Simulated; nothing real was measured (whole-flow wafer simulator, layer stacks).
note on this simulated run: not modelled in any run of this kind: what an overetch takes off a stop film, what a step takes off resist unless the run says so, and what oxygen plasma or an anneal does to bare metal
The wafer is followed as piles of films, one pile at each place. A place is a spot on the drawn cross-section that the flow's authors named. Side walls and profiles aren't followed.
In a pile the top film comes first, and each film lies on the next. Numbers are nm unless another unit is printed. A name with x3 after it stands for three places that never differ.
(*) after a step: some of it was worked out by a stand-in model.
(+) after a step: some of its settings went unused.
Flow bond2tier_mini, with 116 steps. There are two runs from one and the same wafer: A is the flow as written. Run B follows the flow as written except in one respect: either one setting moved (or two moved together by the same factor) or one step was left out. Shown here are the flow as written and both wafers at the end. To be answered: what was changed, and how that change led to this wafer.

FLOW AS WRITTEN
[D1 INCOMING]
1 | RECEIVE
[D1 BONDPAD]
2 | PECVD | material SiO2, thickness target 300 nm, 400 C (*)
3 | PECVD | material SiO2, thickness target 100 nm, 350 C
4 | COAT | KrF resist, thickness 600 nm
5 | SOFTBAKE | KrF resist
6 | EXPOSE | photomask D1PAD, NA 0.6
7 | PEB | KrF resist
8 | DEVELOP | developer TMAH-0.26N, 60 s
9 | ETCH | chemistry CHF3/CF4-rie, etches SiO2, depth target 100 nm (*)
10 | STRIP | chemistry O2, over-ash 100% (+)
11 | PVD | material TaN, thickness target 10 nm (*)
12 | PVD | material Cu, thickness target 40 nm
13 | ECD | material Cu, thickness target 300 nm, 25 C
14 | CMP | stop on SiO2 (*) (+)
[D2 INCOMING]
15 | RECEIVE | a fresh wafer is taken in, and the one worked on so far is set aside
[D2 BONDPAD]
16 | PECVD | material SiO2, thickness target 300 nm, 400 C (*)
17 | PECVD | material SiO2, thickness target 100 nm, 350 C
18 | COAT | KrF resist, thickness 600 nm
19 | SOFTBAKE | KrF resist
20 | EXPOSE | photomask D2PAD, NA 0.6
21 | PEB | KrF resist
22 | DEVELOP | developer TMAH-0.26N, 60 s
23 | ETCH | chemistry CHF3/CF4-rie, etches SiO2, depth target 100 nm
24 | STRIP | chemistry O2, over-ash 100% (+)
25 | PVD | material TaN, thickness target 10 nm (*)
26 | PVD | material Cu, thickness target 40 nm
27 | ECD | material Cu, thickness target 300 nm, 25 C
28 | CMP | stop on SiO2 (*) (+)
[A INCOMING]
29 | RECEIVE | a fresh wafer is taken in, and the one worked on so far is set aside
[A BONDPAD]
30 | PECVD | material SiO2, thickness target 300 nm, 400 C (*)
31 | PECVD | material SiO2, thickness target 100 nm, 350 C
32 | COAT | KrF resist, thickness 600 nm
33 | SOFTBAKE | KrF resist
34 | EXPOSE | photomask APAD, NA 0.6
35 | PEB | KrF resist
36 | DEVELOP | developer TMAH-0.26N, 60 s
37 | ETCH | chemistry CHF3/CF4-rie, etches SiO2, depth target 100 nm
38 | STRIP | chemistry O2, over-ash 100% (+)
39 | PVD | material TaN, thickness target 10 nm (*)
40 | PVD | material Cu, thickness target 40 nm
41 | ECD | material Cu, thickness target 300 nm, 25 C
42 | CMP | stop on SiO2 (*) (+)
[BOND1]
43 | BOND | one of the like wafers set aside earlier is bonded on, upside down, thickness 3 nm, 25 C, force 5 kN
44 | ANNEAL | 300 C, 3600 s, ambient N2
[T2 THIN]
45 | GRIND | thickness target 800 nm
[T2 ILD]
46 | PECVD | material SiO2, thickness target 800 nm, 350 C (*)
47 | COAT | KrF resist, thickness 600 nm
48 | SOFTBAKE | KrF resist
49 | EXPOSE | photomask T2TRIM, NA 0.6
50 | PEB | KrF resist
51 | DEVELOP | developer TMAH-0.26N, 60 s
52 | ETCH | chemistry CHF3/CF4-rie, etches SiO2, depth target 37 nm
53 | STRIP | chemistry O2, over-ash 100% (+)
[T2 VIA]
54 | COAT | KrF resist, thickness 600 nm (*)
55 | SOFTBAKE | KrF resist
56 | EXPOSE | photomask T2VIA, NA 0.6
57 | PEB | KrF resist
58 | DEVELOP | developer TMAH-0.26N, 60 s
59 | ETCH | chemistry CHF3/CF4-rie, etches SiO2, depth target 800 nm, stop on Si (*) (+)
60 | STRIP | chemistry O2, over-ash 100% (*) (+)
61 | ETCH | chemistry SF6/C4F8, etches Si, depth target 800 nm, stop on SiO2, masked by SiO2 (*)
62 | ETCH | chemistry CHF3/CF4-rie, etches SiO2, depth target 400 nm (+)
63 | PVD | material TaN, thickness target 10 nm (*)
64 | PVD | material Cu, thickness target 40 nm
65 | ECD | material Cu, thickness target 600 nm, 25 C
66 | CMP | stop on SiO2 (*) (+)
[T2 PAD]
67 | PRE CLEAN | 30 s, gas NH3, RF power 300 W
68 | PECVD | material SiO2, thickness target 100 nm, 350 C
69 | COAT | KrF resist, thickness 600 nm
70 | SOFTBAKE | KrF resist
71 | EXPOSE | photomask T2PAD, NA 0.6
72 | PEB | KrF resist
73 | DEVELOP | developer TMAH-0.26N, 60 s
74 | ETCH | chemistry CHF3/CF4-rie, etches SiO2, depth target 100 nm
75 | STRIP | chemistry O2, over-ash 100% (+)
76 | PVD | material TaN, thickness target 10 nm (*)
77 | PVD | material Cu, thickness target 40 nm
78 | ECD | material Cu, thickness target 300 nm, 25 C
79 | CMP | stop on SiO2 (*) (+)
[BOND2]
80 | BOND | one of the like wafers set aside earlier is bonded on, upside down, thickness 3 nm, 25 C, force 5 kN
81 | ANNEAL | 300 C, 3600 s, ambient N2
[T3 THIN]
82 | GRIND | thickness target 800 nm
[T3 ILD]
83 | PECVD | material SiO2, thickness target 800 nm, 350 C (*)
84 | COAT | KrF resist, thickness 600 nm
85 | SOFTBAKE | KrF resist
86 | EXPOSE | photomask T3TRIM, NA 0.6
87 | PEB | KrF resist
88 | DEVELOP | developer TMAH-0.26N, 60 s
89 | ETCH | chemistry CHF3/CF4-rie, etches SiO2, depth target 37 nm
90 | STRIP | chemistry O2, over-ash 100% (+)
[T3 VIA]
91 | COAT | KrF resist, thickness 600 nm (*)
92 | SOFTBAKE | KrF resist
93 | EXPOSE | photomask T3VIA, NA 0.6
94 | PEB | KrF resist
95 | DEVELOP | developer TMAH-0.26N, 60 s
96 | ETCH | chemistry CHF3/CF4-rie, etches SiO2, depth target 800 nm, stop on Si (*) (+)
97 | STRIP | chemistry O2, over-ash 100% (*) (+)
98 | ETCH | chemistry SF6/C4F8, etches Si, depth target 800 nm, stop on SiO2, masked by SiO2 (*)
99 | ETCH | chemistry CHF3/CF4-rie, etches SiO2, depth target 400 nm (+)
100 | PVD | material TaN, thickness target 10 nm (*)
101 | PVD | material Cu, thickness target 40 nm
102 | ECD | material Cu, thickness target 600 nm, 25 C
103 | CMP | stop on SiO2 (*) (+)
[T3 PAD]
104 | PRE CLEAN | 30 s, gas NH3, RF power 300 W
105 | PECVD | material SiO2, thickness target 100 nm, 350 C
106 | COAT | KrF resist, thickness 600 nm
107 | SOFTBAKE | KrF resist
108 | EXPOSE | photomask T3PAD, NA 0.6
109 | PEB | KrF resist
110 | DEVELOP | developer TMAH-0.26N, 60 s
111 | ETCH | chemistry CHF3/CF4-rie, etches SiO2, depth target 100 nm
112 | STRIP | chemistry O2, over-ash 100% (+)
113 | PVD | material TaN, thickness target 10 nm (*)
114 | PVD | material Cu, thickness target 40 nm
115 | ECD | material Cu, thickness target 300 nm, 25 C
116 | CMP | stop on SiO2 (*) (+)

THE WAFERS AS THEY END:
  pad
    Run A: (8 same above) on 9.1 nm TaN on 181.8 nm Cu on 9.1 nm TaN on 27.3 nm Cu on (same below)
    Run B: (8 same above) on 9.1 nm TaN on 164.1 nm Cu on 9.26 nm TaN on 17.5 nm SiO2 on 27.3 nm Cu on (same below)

Cause: step 74, ETCH: depth target 82.5 nm was run, whereas the flow has depth target 100 nm.

The path from the change to this, step by step:
  74 | ETCH | chemistry CHF3/CF4-rie, etches SiO2, depth target 100 nm
      pad: A SiO2 loses 100 (all of it) | B SiO2 loses 82.5
      field: A KrF resist loses 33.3 | B KrF resist loses 27.5
  78 | ECD | material Cu, thickness target 300 nm, 25 C
      pad: A Cu gains 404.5 | B Cu gains 386.2
If metal films that touch count as one body, pad has 4 bodies (between them, from the top down: SiO2 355 / Si 800 / chemical SiO2 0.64 / SiO2 300; SiO2 17.5; SiO2 355 / Si 800 / chemical SiO2 0.64 / SiO2 300); the flow as written gives 3 bodies (between them, from the top down: SiO2 355 / Si 800 / chemical SiO2 0.64 / SiO2 300; SiO2 355 / Si 800 / chemical SiO2 0.64 / SiO2 300).
